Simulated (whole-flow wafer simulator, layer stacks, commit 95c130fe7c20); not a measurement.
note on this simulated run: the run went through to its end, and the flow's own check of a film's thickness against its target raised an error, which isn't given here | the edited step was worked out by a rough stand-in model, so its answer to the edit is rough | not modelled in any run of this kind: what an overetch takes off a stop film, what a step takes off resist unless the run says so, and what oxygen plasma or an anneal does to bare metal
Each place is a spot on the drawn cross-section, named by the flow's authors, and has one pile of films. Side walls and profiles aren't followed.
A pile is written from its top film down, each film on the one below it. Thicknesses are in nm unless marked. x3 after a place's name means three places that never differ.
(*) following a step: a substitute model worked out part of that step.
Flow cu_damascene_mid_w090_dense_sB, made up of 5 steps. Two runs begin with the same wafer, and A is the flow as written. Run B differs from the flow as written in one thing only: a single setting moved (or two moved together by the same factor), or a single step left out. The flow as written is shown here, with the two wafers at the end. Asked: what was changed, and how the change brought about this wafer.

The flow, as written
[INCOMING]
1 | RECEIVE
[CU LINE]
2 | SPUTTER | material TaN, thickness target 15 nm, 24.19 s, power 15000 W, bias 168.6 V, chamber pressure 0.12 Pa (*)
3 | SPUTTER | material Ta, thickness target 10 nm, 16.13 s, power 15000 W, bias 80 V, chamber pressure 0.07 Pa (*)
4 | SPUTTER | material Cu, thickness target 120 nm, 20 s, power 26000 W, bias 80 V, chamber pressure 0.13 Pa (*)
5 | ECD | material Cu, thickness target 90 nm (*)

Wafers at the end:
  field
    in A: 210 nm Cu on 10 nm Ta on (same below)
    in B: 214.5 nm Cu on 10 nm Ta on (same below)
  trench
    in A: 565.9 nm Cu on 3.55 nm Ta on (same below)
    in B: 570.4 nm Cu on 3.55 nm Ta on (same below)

The reason: step 5, ECD: thickness target 94.5 nm was run, while the flow as written has thickness target 90 nm.

Step by step, how the change led to this:
  5 | ECD | material Cu, thickness target 90 nm (*)
      field: A +90 Cu | B +94.5 Cu
